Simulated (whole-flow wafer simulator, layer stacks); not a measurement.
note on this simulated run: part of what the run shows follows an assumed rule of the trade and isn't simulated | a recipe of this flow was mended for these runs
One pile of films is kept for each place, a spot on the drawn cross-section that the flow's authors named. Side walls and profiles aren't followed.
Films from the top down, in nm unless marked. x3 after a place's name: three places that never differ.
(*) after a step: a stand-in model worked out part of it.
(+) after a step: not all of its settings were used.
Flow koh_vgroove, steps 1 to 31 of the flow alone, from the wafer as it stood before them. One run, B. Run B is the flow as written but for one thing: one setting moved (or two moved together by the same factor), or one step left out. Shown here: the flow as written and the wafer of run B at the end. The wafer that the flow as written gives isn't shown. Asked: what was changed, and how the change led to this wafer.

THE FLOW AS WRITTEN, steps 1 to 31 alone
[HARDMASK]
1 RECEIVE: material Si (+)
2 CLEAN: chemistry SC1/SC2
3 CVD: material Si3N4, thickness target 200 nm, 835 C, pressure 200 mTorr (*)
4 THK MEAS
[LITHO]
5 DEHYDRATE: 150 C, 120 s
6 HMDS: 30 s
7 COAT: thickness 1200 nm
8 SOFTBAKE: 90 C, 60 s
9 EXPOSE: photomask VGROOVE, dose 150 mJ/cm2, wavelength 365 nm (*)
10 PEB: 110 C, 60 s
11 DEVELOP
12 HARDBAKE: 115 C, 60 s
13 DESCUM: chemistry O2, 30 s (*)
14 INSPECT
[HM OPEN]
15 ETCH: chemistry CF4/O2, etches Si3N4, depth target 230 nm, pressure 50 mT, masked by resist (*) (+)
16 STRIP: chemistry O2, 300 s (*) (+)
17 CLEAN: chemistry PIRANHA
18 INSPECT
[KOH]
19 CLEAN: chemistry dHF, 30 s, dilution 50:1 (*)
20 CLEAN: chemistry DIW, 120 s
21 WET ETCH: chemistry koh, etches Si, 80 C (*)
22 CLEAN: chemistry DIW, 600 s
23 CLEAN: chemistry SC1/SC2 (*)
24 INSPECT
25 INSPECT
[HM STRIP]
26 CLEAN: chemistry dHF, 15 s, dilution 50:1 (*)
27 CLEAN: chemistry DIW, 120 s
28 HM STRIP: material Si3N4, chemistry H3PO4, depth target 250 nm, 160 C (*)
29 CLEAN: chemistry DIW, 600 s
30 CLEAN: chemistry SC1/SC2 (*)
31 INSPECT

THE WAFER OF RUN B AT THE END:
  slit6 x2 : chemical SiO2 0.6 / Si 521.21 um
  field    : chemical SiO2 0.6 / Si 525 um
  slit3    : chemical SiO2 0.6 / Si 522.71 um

The cause: step 3, CVD: 823 C was run, where the flow has 835 C.

How the change led to this, step by step:
  3 CVD: material Si3N4, thickness target 200 nm, 835 C, pressure 200 mTorr (*)
      field, slit3, slit2, slit6 x2: Si3N4 +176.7 (new film) (as written it would be: Si3N4 +200 (new film))
  15 ETCH: chemistry CF4/O2, etches Si3N4, depth target 230 nm, pressure 50 mT, masked by resist (*) (+)
      slit3, slit2, slit6 x2: Si3N4 -176.7 (all of it), chemical SiO2 -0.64 (all of it), Si -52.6 (as written it would be: Si3N4 -200 (all of it), chemical SiO2 -0.64 (all of it), Si -29.4)
  28 HM STRIP: material Si3N4, chemistry H3PO4, depth target 250 nm, 160 C (*)
      field: Si3N4 -175.5 (all of it), chemical SiO2 -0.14, Si -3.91 (as written it would be: Si3N4 -198.7 (all of it), chemical SiO2 -0.14, Si -2.75)
